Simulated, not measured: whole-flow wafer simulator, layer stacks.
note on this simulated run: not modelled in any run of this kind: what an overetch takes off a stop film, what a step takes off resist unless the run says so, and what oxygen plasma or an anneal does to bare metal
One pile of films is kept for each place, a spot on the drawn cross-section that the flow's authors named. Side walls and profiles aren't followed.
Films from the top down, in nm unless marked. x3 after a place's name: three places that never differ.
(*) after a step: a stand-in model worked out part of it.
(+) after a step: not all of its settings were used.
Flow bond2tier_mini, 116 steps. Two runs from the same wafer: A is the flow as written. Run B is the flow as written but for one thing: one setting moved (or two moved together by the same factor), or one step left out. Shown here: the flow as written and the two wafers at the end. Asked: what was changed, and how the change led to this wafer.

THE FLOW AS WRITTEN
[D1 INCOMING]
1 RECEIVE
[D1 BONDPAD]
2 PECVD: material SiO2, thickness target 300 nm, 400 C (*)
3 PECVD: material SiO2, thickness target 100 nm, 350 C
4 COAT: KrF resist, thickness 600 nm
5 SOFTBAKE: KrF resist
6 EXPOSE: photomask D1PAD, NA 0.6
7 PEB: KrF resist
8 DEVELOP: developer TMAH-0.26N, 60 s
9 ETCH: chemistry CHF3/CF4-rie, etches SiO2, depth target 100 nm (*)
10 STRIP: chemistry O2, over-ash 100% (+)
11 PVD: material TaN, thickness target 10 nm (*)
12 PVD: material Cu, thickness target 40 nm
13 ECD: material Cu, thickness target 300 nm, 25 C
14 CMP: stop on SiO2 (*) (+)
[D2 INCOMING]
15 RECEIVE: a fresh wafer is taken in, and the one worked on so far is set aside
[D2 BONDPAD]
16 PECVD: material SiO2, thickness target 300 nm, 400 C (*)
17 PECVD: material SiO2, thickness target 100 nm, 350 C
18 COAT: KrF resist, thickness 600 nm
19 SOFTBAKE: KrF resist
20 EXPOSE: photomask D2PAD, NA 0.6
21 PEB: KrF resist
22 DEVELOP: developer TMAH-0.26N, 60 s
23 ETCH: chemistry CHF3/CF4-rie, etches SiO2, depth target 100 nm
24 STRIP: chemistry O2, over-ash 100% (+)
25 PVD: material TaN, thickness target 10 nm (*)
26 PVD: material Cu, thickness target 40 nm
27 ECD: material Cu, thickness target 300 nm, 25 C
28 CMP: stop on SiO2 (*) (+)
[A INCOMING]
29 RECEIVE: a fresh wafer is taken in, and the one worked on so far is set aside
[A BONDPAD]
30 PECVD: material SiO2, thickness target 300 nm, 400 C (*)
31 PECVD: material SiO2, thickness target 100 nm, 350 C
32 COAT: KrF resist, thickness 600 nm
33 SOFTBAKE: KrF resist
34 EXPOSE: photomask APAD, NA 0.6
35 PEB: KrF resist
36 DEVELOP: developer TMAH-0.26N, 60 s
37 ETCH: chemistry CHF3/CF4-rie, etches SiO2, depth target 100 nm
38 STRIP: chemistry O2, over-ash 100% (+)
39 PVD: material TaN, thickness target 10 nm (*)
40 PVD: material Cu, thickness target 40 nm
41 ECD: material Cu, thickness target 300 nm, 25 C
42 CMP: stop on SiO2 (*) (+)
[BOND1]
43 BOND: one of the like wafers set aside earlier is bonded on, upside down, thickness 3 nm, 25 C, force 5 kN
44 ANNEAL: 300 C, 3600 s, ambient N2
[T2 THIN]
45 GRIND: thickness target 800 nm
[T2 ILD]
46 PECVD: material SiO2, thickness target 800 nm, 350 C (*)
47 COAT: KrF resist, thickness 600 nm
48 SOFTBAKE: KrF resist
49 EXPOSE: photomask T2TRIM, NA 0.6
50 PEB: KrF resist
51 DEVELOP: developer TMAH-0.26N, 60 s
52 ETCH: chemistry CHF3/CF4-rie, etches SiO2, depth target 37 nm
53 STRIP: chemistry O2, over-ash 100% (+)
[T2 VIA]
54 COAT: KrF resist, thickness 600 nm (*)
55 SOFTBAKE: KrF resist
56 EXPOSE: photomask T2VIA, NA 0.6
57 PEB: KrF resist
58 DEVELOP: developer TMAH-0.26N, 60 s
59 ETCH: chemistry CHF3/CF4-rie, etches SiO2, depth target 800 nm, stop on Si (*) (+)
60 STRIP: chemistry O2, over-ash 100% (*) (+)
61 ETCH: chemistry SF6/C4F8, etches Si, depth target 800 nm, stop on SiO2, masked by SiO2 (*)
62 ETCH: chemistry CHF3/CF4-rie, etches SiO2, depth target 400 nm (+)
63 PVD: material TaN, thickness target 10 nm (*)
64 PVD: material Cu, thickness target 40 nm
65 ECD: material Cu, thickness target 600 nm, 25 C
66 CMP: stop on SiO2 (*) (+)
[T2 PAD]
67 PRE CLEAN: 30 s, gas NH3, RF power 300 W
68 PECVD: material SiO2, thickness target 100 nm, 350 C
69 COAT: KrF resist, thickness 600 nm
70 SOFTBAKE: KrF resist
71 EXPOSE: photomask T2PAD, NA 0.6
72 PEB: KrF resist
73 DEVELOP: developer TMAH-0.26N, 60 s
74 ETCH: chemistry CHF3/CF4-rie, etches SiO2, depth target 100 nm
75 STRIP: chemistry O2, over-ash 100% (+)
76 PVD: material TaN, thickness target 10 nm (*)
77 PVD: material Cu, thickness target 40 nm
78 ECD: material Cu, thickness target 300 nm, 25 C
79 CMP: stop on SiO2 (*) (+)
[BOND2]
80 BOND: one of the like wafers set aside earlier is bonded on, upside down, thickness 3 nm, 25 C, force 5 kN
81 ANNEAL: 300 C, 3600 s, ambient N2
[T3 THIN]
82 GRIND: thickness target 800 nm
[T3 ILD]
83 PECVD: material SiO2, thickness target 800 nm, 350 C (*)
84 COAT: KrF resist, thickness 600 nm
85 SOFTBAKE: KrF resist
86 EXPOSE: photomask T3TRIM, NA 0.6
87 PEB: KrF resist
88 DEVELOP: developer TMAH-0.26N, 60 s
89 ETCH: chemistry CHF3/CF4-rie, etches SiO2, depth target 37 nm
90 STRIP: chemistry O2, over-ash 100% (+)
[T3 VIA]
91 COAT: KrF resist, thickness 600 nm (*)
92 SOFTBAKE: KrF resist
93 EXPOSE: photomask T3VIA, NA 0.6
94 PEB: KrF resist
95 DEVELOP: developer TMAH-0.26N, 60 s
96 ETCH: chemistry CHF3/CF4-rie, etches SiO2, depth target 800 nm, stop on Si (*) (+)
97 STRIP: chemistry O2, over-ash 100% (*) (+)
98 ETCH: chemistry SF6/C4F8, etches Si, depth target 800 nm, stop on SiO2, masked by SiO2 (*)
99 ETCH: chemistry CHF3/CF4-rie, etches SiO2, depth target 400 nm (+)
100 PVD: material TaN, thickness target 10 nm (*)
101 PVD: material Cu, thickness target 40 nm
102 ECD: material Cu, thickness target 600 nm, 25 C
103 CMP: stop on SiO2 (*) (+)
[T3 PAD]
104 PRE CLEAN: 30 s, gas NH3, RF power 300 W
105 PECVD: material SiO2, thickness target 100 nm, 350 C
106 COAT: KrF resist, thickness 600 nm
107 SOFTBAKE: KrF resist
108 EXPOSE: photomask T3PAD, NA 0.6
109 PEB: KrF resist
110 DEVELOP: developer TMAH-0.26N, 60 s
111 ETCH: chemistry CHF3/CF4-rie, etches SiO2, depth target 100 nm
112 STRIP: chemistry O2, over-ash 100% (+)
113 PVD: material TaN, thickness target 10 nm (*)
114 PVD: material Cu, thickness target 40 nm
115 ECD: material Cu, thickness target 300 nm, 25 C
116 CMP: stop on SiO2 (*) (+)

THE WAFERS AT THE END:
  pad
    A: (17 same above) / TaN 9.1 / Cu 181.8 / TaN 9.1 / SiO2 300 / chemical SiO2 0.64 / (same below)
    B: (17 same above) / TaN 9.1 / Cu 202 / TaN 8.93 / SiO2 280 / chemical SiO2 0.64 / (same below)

The cause: step 37, ETCH: depth target 120 nm was run, where the flow has depth target 100 nm.

How the change led to this, step by step:
  37 ETCH: chemistry CHF3/CF4-rie, etches SiO2, depth target 100 nm
      pad, via: A SiO2 -100 | B SiO2 -120
      field: A KrF resist -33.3 | B KrF resist -40
  41 ECD: material Cu, thickness target 300 nm, 25 C
      pad: A Cu +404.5 | B Cu +425.3
      via: A Cu +400.2 | B Cu +420.3
